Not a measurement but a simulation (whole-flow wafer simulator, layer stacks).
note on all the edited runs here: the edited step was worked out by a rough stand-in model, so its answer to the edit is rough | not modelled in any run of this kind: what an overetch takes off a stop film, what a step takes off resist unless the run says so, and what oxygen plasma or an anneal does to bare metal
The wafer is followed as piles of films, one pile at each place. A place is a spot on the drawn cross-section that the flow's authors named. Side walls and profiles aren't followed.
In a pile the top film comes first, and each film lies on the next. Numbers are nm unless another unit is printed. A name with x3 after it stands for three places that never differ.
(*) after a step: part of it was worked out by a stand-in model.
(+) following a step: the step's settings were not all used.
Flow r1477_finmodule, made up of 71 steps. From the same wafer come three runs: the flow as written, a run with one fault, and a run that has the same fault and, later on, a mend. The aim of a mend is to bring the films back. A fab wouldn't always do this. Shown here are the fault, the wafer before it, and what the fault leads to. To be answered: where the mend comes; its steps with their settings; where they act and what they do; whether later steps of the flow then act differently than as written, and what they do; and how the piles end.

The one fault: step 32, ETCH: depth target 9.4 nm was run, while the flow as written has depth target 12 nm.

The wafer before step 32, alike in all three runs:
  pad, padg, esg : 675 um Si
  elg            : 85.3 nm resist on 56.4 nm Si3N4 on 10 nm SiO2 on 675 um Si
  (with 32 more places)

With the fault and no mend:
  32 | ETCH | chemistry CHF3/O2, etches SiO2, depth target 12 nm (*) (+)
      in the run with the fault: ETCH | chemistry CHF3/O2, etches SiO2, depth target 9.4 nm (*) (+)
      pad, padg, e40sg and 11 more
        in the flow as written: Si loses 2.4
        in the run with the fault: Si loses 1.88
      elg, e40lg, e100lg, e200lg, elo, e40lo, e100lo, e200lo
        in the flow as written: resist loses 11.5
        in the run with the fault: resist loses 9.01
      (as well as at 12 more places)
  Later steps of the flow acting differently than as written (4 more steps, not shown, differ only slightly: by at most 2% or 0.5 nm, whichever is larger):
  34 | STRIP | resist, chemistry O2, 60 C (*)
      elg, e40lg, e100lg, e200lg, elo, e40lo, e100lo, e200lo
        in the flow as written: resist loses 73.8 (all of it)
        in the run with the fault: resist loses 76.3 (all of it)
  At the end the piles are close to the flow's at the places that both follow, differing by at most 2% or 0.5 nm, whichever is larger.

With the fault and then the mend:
  The mend stands after step 32.
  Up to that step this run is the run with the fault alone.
  32a | ETCH | chemistry CHF3/O2, etches SiO2, depth target 2.6 nm (*) (the flow's step 32, run once more with other settings)
      pad, padg, e40sg and 11 more
        Si loses 0.52
      elg, e40lg, e100lg, e200lg, elo, e40lo, e100lo, e200lo
        resist loses 2.49
      s40sg_line, s45sg_line, s50sg_line, s40so_line, s45so_line, s50so_line
        SiO2 loses 2.6
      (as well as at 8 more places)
  None of the later steps of the flow differs from how it acts as written, at any place that is followed, by more than 2% or 0.5 nm, whichever is larger.
  At the end the piles are close to the flow's at the places that both follow, differing by at most 2% or 0.5 nm, whichever is larger.
